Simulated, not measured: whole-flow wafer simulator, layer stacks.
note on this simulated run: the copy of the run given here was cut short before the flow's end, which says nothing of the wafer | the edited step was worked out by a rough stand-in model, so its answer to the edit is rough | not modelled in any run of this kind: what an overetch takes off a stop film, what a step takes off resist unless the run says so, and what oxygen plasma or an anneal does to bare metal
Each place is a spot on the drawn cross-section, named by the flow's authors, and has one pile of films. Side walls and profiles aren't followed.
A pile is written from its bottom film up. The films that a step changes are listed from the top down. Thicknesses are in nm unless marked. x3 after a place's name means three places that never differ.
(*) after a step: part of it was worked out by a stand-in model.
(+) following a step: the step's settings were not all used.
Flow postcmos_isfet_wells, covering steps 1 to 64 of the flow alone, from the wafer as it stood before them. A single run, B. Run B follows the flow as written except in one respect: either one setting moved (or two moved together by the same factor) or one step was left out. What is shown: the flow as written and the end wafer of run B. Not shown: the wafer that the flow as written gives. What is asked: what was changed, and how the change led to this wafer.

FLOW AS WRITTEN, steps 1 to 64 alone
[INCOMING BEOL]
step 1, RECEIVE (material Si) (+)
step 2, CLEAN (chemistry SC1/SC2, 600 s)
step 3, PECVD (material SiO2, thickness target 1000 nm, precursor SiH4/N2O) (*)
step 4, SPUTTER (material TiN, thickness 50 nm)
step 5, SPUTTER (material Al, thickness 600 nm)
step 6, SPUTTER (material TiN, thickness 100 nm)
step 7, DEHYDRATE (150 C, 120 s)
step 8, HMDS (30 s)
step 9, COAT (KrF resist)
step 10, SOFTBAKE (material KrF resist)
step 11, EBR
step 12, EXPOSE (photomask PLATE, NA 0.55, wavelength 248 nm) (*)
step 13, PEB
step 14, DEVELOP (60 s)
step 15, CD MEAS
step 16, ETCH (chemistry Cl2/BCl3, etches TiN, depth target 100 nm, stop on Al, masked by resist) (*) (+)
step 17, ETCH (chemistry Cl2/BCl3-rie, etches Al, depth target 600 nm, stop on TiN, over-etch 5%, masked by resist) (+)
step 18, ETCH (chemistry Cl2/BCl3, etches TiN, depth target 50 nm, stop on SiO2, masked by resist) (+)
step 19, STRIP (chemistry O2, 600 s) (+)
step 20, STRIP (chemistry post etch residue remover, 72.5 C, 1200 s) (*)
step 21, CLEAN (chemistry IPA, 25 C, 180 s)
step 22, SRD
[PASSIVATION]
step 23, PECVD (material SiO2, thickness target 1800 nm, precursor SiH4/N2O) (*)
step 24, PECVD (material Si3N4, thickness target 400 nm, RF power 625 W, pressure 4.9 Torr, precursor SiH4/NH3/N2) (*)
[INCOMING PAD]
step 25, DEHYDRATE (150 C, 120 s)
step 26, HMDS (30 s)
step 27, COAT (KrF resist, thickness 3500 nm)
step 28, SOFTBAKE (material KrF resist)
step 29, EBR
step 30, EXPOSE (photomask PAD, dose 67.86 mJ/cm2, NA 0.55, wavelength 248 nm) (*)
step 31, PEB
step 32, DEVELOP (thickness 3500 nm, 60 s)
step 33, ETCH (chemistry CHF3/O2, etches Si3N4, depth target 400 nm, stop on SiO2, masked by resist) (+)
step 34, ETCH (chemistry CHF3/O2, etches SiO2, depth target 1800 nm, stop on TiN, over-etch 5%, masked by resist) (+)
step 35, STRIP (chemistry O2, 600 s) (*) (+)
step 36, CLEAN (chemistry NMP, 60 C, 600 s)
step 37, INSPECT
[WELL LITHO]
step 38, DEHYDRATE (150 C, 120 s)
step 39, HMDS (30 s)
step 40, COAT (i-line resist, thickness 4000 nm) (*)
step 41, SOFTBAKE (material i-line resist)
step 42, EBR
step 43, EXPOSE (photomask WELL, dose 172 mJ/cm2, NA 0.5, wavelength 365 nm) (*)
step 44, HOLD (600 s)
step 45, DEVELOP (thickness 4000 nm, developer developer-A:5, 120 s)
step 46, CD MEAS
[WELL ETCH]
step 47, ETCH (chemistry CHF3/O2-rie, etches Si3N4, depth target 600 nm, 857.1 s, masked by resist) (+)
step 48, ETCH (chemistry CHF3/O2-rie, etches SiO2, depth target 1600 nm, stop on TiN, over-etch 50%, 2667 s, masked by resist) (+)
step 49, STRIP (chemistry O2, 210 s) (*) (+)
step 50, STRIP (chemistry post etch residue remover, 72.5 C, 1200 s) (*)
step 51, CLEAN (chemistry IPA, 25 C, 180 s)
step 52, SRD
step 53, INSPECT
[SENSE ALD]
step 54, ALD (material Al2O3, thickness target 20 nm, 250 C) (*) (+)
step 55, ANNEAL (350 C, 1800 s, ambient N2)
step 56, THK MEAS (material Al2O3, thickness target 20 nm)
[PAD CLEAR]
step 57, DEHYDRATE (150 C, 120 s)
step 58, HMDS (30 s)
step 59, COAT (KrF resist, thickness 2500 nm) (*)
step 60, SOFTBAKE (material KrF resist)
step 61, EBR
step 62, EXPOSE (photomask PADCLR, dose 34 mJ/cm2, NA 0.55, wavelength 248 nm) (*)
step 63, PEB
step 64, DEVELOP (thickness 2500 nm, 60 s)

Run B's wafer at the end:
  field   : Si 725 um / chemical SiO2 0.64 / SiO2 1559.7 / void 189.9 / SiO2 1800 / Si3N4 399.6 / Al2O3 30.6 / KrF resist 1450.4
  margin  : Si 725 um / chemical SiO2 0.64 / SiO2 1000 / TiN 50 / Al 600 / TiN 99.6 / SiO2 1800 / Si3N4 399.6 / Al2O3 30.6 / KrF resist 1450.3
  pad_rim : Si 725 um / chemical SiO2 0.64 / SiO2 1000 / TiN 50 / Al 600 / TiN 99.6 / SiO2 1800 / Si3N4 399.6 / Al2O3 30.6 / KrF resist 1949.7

The reason: step 54, ALD: thickness target 30.6 nm was run, while the flow as written has thickness target 20 nm.
The wafer itself shows it: field has Al2O3 30.6, and step 54 as written asks for 20 nm.

How this came from the change, step by step:
  step 54, ALD (material Al2O3, thickness target 20 nm, 250 C) (*) (+)
      field, margin, well900, well1300 x3, pad_rim, pad_clr, pad_open: Al2O3 gains 30.6 (new film) (in the flow as written it would be: Al2O3 gains 20 (new film))
